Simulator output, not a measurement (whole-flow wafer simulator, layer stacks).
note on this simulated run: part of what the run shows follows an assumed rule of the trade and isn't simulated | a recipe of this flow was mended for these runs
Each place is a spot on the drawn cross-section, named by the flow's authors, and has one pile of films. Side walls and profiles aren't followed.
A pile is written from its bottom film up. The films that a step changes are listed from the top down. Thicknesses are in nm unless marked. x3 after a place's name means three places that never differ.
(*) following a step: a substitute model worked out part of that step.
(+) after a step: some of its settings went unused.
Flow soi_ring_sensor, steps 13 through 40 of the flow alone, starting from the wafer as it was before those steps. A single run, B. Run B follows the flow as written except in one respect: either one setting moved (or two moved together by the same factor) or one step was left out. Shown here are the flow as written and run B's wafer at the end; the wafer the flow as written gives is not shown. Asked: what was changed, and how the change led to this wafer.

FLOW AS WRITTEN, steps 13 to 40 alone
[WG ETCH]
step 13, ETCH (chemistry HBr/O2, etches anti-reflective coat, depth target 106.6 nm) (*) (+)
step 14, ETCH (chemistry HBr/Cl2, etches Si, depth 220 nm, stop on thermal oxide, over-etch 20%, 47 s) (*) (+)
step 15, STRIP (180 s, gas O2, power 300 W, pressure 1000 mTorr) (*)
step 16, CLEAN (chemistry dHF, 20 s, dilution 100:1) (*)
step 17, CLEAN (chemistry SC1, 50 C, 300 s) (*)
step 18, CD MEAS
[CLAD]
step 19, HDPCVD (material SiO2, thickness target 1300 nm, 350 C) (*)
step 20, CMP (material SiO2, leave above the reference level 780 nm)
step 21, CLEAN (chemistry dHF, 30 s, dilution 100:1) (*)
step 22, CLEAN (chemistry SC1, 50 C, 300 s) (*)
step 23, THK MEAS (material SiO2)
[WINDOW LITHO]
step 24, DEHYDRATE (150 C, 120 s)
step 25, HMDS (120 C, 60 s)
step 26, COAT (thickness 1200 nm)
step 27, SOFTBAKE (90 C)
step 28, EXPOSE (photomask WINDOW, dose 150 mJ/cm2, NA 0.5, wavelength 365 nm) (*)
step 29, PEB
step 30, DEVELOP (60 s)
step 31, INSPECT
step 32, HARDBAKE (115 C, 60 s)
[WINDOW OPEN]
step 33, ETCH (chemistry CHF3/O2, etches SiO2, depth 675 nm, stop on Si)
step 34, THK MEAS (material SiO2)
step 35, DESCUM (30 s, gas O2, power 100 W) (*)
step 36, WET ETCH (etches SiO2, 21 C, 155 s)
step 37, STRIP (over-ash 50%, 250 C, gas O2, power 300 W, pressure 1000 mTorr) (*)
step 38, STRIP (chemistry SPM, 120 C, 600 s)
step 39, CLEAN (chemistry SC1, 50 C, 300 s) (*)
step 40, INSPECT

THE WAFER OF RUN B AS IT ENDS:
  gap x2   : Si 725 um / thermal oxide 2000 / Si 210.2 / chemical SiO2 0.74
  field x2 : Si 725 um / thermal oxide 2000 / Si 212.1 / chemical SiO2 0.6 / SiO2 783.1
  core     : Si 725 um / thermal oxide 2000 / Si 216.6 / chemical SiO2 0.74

Cause: step 14, ETCH: chemistry HBr/Cl2, etches Si, depth 220 nm, stop on thermal oxide, over-etch 20%, 47 s (*) (+), was omitted.

Step by step, how the change led to this:
  step 15, STRIP (180 s, gas O2, power 300 W, pressure 1000 mTorr) (*)
      gap x2, field x2: chemical SiO2 gains 1.3 (new film), Si loses 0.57 (as written it would have been: nothing)
      core, core_clad: CAR-ArF-dry loses 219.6 (all of it), anti-reflective coat loses 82 (all of it), chemical SiO2 gains 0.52, Si loses 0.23 (as written it would have been: CAR-ArF-dry loses 92.7 (all of it), anti-reflective coat loses 82 (all of it), chemical SiO2 gains 0.6, Si loses 0.26)
  step 16, CLEAN (chemistry dHF, 20 s, dilution 100:1) (*)
      gap x2, field x2: chemical SiO2 loses 1.3 (all of it) (as written it would have been: thermal oxide loses 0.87)
  step 17, CLEAN (chemistry SC1, 50 C, 300 s) (*)
      gap x2, field x2: chemical SiO2 gains 0.6 (new film), Si loses 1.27 (as written it would have been: thermal oxide loses 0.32)
  step 20, CMP (material SiO2, leave above the reference level 780 nm)
      gap x2, field x2: SiO2 loses 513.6 (as written it would have been: SiO2 loses 295.8)
  step 36, WET ETCH (etches SiO2, 21 C, 155 s)
      gap x2: SiO2 loses 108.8 (all of it), chemical SiO2 loses 0.6 (all of it), Si loses 1.27 (as written it would have been: SiO2 loses 326.6 (all of it), thermal oxide loses 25)
  step 37, STRIP (over-ash 50%, 250 C, gas O2, power 300 W, pressure 1000 mTorr) (*)
      gap x2: chemical SiO2 gains 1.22 (new film), Si loses 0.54 (as written it would have been: nothing)
